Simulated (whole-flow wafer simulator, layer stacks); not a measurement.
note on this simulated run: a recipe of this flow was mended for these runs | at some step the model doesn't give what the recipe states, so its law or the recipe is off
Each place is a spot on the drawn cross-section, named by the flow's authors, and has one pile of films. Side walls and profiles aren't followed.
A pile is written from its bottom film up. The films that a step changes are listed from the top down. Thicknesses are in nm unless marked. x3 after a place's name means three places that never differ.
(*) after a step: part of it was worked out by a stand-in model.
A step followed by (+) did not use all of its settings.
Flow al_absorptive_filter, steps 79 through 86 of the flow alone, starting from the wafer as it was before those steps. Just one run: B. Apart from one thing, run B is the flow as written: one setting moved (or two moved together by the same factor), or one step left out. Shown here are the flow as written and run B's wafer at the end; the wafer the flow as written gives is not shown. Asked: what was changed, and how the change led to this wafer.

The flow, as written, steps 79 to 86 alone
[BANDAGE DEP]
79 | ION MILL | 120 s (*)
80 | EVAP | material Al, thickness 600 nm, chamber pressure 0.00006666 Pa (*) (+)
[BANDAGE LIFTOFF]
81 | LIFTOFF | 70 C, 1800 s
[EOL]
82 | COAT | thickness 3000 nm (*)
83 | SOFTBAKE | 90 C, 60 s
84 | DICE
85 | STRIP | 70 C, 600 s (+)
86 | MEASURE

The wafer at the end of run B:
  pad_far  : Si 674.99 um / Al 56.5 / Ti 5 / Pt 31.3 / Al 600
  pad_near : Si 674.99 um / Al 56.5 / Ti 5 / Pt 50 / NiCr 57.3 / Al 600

What caused this: step 79, ION MILL: 153 s was run, though the flow has 120 s.

How this came from the change, step by step:
  79 | ION MILL | 120 s (*)
      gnd, ledge, res and 9 more: i-line-resist loses 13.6 (in the flow as written it would be: i-line-resist loses 10.7)
      pad_far: Pt loses 18.7 (in the flow as written it would be: Pt loses 14.7)
      (also at 1 further place)
